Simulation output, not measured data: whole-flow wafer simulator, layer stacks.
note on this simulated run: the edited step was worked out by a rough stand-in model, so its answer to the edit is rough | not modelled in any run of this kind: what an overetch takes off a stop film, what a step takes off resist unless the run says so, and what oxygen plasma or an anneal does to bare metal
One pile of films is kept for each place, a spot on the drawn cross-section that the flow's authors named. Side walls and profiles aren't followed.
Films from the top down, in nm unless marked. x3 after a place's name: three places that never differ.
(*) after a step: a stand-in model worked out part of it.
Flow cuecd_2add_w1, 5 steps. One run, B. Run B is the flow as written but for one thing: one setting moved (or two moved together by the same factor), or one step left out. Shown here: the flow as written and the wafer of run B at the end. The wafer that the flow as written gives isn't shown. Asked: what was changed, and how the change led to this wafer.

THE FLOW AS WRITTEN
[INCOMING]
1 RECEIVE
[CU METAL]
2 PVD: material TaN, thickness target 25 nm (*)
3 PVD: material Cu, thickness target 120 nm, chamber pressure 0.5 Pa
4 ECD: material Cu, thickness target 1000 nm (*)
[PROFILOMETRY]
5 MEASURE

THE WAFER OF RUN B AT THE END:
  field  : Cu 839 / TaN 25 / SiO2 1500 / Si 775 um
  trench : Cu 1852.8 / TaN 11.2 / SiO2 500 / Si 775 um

The cause: step 4, ECD: thickness target 719 nm was run, where the flow has thickness target 1000 nm.

How the change led to this, step by step:
  4 ECD: material Cu, thickness target 1000 nm (*)
      field: Cu +719 (as written it would be: Cu +1000)
      trench: Cu +1799.2 (as written it would be: Cu +2080.2)
